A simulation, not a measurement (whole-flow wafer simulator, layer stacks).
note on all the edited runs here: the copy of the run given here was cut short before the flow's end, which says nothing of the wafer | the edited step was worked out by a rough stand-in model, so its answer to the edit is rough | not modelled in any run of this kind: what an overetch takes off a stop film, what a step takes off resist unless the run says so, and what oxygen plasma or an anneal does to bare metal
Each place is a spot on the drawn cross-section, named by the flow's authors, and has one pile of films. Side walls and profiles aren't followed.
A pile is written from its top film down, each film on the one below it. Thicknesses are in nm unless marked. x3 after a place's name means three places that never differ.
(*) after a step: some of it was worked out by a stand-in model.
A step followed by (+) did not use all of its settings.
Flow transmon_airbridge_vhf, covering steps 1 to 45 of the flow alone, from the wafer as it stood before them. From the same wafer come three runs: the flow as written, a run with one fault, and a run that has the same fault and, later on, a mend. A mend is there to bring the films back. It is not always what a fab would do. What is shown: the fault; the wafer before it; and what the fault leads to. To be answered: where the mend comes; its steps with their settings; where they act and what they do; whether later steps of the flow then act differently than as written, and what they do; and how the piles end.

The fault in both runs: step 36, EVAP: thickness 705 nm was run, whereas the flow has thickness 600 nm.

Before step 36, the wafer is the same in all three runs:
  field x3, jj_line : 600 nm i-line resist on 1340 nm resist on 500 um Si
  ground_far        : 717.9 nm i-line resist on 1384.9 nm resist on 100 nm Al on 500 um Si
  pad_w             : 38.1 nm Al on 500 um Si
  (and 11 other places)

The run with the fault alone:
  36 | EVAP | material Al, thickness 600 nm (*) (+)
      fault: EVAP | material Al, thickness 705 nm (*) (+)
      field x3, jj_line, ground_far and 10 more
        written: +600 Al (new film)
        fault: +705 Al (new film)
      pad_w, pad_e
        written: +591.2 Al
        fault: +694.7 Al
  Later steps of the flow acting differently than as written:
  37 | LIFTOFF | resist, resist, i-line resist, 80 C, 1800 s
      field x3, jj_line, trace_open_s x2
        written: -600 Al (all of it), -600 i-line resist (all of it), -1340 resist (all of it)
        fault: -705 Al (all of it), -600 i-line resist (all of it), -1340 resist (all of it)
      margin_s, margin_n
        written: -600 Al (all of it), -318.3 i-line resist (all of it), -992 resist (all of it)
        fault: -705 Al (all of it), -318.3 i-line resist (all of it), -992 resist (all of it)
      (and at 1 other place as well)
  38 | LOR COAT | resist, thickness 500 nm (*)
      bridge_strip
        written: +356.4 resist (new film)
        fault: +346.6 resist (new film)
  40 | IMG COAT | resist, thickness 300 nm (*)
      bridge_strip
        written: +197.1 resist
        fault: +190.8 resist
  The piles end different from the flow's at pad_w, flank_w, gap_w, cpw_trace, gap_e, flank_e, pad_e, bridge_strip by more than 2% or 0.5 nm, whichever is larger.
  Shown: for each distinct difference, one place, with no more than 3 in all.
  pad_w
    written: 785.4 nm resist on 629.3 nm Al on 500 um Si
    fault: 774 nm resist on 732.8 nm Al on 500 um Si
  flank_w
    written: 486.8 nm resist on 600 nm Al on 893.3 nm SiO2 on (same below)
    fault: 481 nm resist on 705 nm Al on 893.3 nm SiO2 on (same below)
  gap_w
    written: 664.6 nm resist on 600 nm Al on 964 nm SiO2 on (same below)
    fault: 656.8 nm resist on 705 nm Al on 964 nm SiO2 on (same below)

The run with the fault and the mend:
  The mend follows step 36.
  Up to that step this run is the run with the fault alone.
  36a | METAL ETCH | etches Al, depth 105 nm (the flow's step 11, run once more with other settings)
      field x3, jj_line, ground_far and 12 more
        -105 Al
  None of the later steps of the flow differs from how it acts as written, at any place that is followed, by more than 2% or 0.5 nm, whichever is larger.
  When the end is reached, the piles differ only a little from the flow's at the places that both follow, at most by 2% or 0.5 nm, whichever is larger.
